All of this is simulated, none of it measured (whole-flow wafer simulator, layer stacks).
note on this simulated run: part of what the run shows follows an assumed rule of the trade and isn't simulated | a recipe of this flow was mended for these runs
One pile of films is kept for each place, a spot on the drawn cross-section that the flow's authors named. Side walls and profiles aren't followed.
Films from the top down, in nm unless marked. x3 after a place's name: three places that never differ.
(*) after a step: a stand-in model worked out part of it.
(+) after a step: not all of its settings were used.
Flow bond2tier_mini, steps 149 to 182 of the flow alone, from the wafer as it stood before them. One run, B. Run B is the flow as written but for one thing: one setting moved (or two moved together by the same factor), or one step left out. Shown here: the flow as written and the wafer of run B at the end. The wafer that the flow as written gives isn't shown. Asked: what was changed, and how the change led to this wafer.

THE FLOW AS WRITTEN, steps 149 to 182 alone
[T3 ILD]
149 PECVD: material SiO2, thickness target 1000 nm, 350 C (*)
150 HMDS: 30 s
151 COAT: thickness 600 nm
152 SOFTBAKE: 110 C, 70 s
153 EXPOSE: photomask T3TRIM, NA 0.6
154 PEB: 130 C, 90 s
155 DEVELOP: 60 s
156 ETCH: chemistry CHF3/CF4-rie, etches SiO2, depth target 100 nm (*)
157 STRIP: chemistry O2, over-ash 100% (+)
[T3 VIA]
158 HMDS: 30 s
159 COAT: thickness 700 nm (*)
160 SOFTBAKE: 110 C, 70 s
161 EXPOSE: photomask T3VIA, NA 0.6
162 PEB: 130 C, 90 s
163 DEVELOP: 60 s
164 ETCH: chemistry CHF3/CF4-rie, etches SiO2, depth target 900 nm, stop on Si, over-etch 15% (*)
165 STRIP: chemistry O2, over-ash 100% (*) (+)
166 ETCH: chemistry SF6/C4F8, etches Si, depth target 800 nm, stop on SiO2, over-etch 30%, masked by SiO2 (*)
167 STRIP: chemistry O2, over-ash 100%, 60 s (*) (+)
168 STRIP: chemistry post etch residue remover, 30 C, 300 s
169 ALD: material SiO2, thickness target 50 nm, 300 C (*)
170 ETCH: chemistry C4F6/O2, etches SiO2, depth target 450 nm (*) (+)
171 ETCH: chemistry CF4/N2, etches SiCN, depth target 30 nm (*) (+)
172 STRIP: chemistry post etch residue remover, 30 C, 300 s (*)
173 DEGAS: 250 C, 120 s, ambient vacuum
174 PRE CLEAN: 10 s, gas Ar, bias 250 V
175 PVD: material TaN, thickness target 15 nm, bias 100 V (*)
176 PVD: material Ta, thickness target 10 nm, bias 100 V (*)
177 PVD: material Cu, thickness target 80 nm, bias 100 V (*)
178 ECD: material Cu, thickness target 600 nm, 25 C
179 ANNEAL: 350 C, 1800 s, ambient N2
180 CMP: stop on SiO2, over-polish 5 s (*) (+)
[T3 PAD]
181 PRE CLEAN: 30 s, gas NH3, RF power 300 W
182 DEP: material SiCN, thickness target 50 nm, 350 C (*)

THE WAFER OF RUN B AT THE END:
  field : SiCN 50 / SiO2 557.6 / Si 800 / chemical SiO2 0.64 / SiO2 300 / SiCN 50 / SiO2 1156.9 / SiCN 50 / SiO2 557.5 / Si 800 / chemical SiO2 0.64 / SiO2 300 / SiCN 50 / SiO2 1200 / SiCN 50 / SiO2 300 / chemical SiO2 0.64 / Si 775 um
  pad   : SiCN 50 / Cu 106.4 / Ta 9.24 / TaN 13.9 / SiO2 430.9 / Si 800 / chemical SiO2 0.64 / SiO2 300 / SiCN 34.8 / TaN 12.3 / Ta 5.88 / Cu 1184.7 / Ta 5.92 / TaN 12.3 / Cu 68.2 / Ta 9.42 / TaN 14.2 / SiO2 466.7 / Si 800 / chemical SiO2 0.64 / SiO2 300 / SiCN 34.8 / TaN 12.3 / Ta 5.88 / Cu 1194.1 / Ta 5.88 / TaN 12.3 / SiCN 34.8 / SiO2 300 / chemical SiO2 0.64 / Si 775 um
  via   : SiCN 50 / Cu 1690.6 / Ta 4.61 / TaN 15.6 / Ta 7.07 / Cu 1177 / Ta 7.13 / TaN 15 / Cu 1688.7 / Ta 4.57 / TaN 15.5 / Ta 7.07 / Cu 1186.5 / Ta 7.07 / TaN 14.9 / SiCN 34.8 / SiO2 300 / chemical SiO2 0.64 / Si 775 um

The cause: step 156, ETCH: depth target 136 nm was run, where the flow has depth target 100 nm.

How the change led to this, step by step:
  156 ETCH: chemistry CHF3/CF4-rie, etches SiO2, depth target 100 nm (*)
      pad, via: SiO2 -136 (as written it would be: SiO2 -100)
      field: thick-KrF-resist -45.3 (as written it would be: thick-KrF-resist -33.3)
  157 STRIP: chemistry O2, over-ash 100% (+)
      field: thick-KrF-resist -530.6 (all of it) (as written it would be: thick-KrF-resist -542.6 (all of it))
  159 COAT: thickness 700 nm (*)
      field: thick-KrF-resist +641.4 (new film) (as written it would be: thick-KrF-resist +656.8 (new film))
      pad: thick-KrF-resist +760.9 (new film) (as written it would be: thick-KrF-resist +744.9 (new film))
  164 ETCH: chemistry CHF3/CF4-rie, etches SiO2, depth target 900 nm, stop on Si, over-etch 15% (*)
      field, pad: thick-KrF-resist -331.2 (as written it would be: thick-KrF-resist -345)
      via: SiO2 -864 (all of it), Si -14.2 (as written it would be: SiO2 -900 (all of it), Si -11.2)
  165 STRIP: chemistry O2, over-ash 100% (*) (+)
      pad: thick-KrF-resist -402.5 (all of it) (as written it would be: thick-KrF-resist -372.9 (all of it))
  178 ECD: material Cu, thickness target 600 nm, 25 C
      pad: Cu +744 (as written it would be: Cu +706.1)
